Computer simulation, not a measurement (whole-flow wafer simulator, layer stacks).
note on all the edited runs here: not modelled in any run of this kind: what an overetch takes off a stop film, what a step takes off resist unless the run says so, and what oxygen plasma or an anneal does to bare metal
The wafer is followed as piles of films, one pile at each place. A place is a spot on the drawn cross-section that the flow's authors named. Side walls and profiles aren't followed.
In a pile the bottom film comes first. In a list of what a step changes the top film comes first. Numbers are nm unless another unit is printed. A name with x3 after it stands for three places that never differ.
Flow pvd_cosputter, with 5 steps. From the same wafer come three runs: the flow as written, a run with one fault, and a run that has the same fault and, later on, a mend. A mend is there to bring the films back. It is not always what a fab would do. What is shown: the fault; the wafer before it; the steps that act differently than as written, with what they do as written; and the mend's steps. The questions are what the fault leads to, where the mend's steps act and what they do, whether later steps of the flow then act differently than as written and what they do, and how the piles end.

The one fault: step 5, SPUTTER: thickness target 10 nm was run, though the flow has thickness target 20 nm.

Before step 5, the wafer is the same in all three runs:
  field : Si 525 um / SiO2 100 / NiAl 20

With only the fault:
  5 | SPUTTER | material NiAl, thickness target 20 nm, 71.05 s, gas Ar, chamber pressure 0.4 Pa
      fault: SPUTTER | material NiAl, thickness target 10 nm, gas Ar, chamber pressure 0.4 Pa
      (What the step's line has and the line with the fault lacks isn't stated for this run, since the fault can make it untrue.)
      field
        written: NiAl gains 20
        fault: NiAl gains 10
  None of the later steps of the flow acts differently than as written at any place that is followed.
  The piles end different from the flow's at field by more than 2% or 0.5 nm, whichever is larger.
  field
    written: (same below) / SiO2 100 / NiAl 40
    fault: (same below) / SiO2 100 / NiAl 30

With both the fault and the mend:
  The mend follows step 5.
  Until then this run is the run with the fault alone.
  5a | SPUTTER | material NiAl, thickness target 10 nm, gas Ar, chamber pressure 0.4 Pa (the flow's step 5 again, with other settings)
      field
        NiAl gains 10
  None of the later steps of the flow acts differently than as written at any place that is followed.
  At every place that both follow, the piles at the end match the flow's.
